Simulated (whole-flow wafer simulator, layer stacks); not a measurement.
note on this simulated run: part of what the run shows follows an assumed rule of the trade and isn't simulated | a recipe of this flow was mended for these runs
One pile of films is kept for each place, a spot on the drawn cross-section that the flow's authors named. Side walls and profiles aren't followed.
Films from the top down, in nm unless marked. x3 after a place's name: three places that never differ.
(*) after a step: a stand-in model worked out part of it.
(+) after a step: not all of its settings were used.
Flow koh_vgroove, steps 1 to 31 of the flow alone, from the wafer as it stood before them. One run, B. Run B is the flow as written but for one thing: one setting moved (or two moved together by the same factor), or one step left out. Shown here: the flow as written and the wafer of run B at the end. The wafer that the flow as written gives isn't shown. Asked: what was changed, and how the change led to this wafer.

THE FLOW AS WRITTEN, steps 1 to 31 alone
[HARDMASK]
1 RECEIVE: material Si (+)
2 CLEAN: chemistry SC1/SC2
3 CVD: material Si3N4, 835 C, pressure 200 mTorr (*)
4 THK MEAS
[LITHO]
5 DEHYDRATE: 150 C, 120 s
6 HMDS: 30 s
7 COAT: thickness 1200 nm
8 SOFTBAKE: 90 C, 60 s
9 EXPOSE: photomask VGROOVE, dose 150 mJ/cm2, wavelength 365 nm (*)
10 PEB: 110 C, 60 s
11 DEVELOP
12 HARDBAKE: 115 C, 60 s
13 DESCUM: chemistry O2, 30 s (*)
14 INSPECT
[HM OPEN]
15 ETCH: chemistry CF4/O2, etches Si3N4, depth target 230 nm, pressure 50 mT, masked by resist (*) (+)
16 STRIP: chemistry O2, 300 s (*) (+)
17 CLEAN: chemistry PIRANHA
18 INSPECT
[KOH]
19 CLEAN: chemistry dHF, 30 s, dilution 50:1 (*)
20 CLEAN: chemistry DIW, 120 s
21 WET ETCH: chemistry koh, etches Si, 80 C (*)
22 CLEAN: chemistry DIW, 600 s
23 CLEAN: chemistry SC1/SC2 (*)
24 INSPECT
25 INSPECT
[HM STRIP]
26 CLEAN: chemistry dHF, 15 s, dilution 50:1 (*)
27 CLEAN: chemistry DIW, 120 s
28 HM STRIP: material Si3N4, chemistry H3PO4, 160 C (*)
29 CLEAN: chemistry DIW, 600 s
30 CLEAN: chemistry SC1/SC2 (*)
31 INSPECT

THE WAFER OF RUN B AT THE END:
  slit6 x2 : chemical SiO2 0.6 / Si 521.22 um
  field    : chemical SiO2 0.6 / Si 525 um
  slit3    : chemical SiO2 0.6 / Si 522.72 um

The cause: step 3, CVD: pressure 174 mTorr was run, where the flow has pressure 200 mTorr.

How the change led to this, step by step:
  3 CVD: material Si3N4, 835 C, pressure 200 mTorr (*)
      field, slit3, slit2, slit6 x2: Si3N4 +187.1 (new film) (as written it would be: Si3N4 +200 (new film))
  15 ETCH: chemistry CF4/O2, etches Si3N4, depth target 230 nm, pressure 50 mT, masked by resist (*) (+)
      slit3, slit2, slit6 x2: Si3N4 -187.1 (all of it), chemical SiO2 -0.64 (all of it), Si -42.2 (as written it would be: Si3N4 -200 (all of it), chemical SiO2 -0.64 (all of it), Si -29.4)
  28 HM STRIP: material Si3N4, chemistry H3PO4, 160 C (*)
      field: Si3N4 -185.9 (all of it), chemical SiO2 -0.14, Si -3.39 (as written it would be: Si3N4 -198.7 (all of it), chemical SiO2 -0.14, Si -2.75)
